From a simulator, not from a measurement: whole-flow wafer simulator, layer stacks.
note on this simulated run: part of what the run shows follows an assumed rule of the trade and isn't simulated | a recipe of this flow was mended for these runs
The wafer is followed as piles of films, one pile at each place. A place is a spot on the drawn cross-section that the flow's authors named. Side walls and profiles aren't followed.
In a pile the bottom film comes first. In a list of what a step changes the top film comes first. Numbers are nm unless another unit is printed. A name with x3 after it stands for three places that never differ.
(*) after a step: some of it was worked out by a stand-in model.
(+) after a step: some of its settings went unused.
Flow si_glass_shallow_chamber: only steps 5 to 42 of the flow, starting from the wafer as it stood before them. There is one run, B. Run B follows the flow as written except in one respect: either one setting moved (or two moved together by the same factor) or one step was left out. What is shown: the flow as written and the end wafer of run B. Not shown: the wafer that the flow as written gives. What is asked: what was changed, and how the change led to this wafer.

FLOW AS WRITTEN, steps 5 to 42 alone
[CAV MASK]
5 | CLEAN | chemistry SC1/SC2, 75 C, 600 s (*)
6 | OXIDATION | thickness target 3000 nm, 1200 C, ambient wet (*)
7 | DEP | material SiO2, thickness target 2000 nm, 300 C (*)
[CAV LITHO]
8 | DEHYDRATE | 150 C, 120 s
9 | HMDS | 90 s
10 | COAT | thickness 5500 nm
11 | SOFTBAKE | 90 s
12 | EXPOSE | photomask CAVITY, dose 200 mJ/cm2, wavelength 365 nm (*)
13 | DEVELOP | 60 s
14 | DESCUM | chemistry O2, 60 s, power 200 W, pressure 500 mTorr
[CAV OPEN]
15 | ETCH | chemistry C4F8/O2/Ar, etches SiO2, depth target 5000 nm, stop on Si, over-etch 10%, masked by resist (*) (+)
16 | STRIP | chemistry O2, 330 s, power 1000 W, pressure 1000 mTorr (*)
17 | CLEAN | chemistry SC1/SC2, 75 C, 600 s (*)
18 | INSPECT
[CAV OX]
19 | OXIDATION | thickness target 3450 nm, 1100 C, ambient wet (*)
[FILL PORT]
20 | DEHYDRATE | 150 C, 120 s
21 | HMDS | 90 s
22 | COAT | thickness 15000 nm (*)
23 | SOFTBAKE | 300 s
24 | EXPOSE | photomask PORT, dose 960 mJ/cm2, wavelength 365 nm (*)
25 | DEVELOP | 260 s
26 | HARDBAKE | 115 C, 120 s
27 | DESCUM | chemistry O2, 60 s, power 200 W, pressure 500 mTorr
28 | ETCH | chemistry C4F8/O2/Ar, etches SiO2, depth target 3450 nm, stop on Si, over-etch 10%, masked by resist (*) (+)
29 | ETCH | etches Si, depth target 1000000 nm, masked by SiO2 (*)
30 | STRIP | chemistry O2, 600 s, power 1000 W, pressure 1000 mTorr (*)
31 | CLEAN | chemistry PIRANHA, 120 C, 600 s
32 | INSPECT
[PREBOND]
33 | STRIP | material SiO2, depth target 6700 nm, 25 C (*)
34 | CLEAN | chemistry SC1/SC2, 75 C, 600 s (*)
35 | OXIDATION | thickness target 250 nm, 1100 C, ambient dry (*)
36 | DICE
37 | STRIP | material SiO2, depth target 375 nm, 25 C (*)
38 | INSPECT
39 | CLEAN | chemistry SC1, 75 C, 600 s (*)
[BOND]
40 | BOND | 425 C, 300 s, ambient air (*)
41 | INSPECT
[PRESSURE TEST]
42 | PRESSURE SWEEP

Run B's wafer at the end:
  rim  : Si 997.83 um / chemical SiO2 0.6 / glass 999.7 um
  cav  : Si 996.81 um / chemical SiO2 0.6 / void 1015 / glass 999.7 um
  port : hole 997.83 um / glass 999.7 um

Cause: step 6, OXIDATION: thickness target 3648 nm was run, though the flow has thickness target 3000 nm.

The path from the change to this, step by step:
  6 | OXIDATION | thickness target 3000 nm, 1200 C, ambient wet (*)
      rim, ramp, cav, port, septum, ring: SiO2 gains 3648 (new film), chemical SiO2 loses 0.6 (all of it), Si loses 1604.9 (it would be, as written: SiO2 gains 3000 (new film), chemical SiO2 loses 0.6 (all of it), Si loses 1319.7)
  15 | ETCH | chemistry C4F8/O2/Ar, etches SiO2, depth target 5000 nm, stop on Si, over-etch 10%, masked by resist (*) (+)
      cav, port: SiO2 loses 5500 (it would be, as written: SiO2 loses 5000 (all of it), Si loses 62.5)
  16 | STRIP | chemistry O2, 330 s, power 1000 W, pressure 1000 mTorr (*)
      cav, port: nothing (it would be, as written: chemical SiO2 gains 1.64 (new film), Si loses 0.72)
  17 | CLEAN | chemistry SC1/SC2, 75 C, 600 s (*)
      cav, port: SiO2 loses 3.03 (it would be, as written: chemical SiO2 loses 1.04, Si loses 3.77)
  19 | OXIDATION | thickness target 3450 nm, 1100 C, ambient wet (*)
      cav, port: SiO2 gains 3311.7, Si loses 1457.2 (it would be, as written: SiO2 gains 3450 (new film), chemical SiO2 loses 0.6 (all of it), Si loses 1517.7)
      rim, ramp, septum, ring: SiO2 gains 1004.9, Si loses 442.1 (it would be, as written: SiO2 gains 1110.9, Si loses 488.8)
  22 | COAT | thickness 15000 nm (*)
      rim: thick-i-line-resist gains 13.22 um (new film) (it would be, as written: thick-i-line-resist gains 13.4 um (new film))
      ramp: thick-i-line-resist gains 12.65 um (new film) (it would be, as written: thick-i-line-resist gains 12.89 um (new film))
      (also at 4 further places)
  23 | SOFTBAKE | 300 s
      rim: thick-i-line-resist loses 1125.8 (it would be, as written: thick-i-line-resist loses 997)
      ramp: thick-i-line-resist loses 555.9 (it would be, as written: thick-i-line-resist loses 487.1)
      (also at 4 further places)
  25 | DEVELOP | 260 s
      port: thick-i-line-resist loses 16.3 um (all of it) (it would be, as written: thick-i-line-resist loses 16.16 um (all of it))
  26 | HARDBAKE | 115 C, 120 s
      rim, ramp: thick-i-line-resist loses 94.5 (it would be, as written: thick-i-line-resist loses 98.2)
  29 | ETCH | etches Si, depth target 1000000 nm, masked by SiO2 (*)
      rim, ramp: thick-i-line-resist loses 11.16 um (all of it), SiO2 loses 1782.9 (it would be, as written: thick-i-line-resist loses 11.47 um (all of it), SiO2 loses 1617.3)
      port: hole gains 996.89 um (new film), Si loses 996.89 um (all of it) (it would be, as written: hole gains 997.05 um (new film), Si loses 997.05 um (all of it))
      (also at 2 further places)
  30 | STRIP | chemistry O2, 600 s, power 1000 W, pressure 1000 mTorr (*)
      cav: thick-i-line-resist loses 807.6 (all of it) (it would be, as written: thick-i-line-resist loses 669.6 (all of it))
  33 | STRIP | material SiO2, depth target 6700 nm, 25 C (*)
      rim, ramp: SiO2 loses 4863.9 (all of it) (it would be, as written: SiO2 loses 4487.5 (all of it))
      septum: SiO2 loses 6260 (all of it) (it would be, as written: SiO2 loses 5732.1 (all of it))
      (also at 1 further place)
  40 | BOND | 425 C, 300 s, ambient air (*)
      cav: glass gains 999.7 um (new film), void gains 1015 (new film) (it would be, as written: glass gains 999.7 um (new film), void gains 1095.9 (new film))
      port: glass gains 999.7 um (new film), hole gains 935.5 (it would be, as written: glass gains 999.7 um (new film), hole gains 1017.3)
